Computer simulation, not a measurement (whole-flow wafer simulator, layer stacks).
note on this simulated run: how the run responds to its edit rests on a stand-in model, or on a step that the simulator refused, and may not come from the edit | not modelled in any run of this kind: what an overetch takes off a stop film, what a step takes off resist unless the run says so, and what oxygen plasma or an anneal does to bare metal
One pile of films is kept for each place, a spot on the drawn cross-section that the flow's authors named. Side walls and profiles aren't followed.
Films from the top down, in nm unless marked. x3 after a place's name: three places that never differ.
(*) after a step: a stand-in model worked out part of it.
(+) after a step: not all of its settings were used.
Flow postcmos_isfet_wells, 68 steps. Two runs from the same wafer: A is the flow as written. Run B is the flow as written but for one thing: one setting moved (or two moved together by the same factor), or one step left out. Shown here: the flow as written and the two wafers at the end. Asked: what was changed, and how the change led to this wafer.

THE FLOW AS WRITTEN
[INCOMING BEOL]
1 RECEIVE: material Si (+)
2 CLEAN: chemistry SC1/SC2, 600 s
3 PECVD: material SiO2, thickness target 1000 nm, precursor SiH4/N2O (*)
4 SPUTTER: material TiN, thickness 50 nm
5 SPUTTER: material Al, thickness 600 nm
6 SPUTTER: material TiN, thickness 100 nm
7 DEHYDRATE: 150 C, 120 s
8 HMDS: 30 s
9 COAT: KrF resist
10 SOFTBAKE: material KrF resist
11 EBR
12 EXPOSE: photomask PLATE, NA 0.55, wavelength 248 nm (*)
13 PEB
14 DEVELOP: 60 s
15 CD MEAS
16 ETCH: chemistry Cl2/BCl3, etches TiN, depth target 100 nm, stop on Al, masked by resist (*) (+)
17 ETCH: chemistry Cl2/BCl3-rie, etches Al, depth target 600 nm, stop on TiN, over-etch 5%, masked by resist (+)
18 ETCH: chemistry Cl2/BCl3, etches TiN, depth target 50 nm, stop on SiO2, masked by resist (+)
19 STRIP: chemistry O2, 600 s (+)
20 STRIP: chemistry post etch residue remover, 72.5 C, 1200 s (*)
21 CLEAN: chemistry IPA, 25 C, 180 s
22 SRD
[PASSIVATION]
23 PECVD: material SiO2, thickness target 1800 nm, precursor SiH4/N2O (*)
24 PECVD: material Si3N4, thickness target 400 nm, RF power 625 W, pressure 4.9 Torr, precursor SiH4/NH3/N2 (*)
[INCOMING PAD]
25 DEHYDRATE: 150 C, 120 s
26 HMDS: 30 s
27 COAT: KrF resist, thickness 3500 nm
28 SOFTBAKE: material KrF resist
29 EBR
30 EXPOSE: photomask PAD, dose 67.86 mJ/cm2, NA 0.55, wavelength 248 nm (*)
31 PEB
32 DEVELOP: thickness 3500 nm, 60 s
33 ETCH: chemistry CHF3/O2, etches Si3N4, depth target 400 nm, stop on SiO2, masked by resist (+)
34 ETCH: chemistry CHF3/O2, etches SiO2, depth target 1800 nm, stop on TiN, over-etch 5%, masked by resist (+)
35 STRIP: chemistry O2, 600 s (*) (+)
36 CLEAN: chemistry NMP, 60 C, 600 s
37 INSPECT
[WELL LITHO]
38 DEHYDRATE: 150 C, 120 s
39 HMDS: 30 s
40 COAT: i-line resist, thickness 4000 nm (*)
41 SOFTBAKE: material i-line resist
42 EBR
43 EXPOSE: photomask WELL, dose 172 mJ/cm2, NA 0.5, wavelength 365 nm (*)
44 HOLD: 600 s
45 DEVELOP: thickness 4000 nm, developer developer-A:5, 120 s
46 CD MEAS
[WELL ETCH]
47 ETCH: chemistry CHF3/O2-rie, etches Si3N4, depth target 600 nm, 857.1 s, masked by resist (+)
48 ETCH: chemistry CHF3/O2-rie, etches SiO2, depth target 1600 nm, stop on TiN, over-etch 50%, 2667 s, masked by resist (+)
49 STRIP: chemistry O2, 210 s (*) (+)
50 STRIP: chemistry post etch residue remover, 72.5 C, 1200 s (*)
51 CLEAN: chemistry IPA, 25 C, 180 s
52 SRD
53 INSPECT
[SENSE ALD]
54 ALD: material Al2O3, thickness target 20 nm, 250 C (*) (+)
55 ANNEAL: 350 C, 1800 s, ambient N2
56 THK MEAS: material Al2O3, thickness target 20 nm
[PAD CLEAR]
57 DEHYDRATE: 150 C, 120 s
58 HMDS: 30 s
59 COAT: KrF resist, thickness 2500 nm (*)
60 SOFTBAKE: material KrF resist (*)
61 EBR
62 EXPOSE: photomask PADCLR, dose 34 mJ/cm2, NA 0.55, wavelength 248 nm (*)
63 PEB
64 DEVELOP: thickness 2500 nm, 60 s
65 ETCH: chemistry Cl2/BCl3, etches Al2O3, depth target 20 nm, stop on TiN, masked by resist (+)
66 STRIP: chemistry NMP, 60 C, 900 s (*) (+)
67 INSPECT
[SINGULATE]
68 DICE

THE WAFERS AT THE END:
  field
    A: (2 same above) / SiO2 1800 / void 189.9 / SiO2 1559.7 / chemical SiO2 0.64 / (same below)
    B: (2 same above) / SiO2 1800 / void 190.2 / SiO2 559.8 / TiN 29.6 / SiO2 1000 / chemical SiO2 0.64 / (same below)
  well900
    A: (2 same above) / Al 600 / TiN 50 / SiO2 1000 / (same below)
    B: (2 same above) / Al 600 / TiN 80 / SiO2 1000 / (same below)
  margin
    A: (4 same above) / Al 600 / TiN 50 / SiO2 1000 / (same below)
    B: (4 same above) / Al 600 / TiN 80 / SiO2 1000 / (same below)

The cause: step 4, SPUTTER: thickness 80 nm was run, where the flow has thickness 50 nm.
It can be read off the wafer: well900 has TiN 80, and step 4 as written asks for 50 nm.

How the change led to this, step by step:
  4 SPUTTER: material TiN, thickness 50 nm
      field, margin, well900 and 6 more: A TiN +50 (new film) | B TiN +80 (new film)
  18 ETCH: chemistry Cl2/BCl3, etches TiN, depth target 50 nm, stop on SiO2, masked by resist (+)
      field: A TiN -50 (all of it) | B TiN -50
  23 PECVD: material SiO2, thickness target 1800 nm, precursor SiH4/N2O (*)
      field: A SiO2 +1800 (new film), void +189.9 (new film), SiO2 +559.7 | B SiO2 +1800 (new film), void +190.2 (new film), SiO2 +559.8 (new film)
Counting metal films that touch as one body, field has 1 body; the flow as written gives 0 bodies.
